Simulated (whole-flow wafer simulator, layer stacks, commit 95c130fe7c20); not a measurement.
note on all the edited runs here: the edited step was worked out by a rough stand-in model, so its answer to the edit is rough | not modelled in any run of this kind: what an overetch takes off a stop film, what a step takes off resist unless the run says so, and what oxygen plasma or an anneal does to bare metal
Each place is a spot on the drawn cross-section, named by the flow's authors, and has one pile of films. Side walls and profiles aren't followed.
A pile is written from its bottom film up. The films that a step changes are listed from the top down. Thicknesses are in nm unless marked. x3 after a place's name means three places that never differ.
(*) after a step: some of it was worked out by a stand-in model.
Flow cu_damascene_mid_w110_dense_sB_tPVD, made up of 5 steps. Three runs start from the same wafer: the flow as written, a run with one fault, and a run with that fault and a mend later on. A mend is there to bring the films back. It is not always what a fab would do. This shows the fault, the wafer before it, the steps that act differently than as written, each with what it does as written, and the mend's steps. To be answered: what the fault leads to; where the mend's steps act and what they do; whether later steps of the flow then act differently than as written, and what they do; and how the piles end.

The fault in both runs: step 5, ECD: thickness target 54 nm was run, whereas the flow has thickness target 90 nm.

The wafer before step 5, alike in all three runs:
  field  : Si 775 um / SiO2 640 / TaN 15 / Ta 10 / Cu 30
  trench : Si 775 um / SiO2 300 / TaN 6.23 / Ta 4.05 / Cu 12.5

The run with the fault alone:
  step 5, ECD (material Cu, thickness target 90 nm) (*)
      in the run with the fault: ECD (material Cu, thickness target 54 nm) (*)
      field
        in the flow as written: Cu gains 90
        in the run with the fault: Cu gains 54
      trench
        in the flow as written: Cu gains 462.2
        in the run with the fault: Cu gains 426.2
  Later steps of the flow that are run all act as written at every place that is followed.
  At field, trench, the piles at the end differ from the flow's by more than 2% or 0.5 nm, whichever is larger.
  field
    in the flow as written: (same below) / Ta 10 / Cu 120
    in the run with the fault: (same below) / Ta 10 / Cu 84
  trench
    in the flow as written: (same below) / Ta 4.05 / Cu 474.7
    in the run with the fault: (same below) / Ta 4.05 / Cu 438.7

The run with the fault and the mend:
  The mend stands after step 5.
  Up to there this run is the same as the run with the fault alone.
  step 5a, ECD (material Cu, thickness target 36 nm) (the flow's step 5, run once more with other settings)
      field, trench
        Cu gains 36
  Later steps of the flow that are run all act as written at every place that is followed.
  The piles end the same as the flow's at every place that both follow.
